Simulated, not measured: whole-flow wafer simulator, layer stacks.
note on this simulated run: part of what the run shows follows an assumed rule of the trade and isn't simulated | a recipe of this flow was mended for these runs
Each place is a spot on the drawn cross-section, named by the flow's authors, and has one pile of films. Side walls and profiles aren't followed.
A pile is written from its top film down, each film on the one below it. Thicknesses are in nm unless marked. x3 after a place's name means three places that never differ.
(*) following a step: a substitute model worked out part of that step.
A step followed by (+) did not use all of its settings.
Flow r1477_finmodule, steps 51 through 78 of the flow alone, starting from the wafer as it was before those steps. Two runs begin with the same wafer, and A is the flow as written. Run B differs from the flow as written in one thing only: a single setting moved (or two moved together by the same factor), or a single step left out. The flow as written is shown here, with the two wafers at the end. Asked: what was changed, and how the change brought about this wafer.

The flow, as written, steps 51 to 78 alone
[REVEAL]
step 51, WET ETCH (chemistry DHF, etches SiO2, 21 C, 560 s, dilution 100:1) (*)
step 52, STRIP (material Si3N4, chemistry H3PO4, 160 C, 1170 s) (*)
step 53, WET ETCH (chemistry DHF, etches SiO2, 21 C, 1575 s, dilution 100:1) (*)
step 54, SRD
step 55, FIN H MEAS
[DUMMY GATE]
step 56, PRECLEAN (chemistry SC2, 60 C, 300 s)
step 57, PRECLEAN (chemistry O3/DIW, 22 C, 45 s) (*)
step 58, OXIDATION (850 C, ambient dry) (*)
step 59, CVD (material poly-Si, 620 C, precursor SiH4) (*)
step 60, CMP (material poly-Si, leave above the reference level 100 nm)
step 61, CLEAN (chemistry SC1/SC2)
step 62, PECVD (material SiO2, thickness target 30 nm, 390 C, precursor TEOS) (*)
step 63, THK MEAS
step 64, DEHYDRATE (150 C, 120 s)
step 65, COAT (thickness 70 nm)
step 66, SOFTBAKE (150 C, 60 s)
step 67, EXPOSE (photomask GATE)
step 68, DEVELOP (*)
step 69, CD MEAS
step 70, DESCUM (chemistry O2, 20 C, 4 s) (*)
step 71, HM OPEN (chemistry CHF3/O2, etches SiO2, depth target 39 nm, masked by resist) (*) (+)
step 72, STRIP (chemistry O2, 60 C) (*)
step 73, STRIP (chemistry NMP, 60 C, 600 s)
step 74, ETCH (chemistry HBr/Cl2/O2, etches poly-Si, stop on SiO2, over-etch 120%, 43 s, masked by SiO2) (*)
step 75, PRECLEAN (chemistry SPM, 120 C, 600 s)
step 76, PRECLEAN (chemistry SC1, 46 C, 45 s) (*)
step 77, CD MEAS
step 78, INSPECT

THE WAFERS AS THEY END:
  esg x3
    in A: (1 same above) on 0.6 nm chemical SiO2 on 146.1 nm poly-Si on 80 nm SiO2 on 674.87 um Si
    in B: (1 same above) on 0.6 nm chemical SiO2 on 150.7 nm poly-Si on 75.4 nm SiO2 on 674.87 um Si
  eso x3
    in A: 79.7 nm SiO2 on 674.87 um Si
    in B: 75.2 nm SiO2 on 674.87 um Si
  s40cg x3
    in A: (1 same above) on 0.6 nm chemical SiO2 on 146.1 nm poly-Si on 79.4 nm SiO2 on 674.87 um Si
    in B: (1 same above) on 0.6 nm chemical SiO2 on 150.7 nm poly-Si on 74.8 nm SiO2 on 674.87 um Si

Cause: step 53, WET ETCH: 22.4 C was run, though the flow has 21 C.

Step by step, how the change led to this:
  step 53, WET ETCH (chemistry DHF, etches SiO2, 21 C, 1575 s, dilution 100:1) (*)
      esg x3, e200sg, s40cg x3, s40sg x3, eso x3, e200so, s40co x3, s40so x3: A SiO2 loses 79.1 | B SiO2 loses 83.7
      pad, padg: A SiO2 loses 85.7 | B SiO2 loses 90.7
  step 59, CVD (material poly-Si, 620 C, precursor SiH4) (*)
      e200sg, e200so: A poly-Si gains 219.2 (new film) | B poly-Si gains 230.9 (new film)
  step 60, CMP (material poly-Si, leave above the reference level 100 nm)
      pad, padg: A poly-Si loses 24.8 | B poly-Si loses 19.8
      e200sg, e200so: A poly-Si loses 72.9 | B poly-Si loses 80
  step 74, ETCH (chemistry HBr/Cl2/O2, etches poly-Si, stop on SiO2, over-etch 120%, 43 s, masked by SiO2) (*)
      eso x3, e200so, s40co x3, s40so x3: A chemical SiO2 loses 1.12 (all of it), poly-Si loses 143.9 (all of it), SiO2 loses 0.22 | B chemical SiO2 loses 1.12 (all of it), poly-Si loses 148.5 (all of it), SiO2 loses 0.19
      pad: A chemical SiO2 loses 1.12 (all of it), poly-Si loses 152.8 (all of it), SiO2 loses 0.17 | B chemical SiO2 loses 1.12 (all of it), poly-Si loses 157.8 (all of it), SiO2 loses 0.15
